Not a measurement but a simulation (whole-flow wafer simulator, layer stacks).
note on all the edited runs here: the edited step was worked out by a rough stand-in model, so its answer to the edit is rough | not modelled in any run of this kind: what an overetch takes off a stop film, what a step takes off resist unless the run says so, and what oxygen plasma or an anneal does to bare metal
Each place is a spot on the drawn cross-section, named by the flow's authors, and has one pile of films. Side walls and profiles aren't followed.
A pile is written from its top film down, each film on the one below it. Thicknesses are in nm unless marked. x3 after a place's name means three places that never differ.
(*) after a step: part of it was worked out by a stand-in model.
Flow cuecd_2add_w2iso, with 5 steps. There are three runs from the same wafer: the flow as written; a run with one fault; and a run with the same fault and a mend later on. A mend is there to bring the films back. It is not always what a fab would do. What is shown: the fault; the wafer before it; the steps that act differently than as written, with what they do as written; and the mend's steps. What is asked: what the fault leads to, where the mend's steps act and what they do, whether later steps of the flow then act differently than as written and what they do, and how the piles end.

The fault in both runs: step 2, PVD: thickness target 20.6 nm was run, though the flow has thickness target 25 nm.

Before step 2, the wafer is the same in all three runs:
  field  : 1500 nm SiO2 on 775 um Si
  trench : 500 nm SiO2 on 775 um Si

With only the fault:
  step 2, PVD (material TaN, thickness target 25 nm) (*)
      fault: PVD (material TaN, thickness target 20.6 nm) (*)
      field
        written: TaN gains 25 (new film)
        fault: TaN gains 20.6 (new film)
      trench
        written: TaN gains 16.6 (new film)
        fault: TaN gains 13.7 (new film)
  Later steps of the flow that are run all act as written at every place that is followed, up to a difference of at most 2% or 0.5 nm, whichever is larger.
  At field, trench, the piles at the end differ from the flow's by more than 2% or 0.5 nm, whichever is larger.
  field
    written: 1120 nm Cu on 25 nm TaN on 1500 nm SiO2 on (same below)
    fault: 1120 nm Cu on 20.6 nm TaN on 1500 nm SiO2 on (same below)
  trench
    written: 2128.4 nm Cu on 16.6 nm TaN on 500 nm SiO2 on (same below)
    fault: 2126.9 nm Cu on 13.7 nm TaN on 500 nm SiO2 on (same below)

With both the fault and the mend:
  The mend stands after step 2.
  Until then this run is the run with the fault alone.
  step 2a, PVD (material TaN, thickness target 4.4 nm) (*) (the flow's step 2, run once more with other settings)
      field
        TaN gains 4.4
      trench
        TaN gains 2.9
  Later steps of the flow that are run all act as written at every place that is followed.
  At every place that both follow, the piles at the end match the flow's.
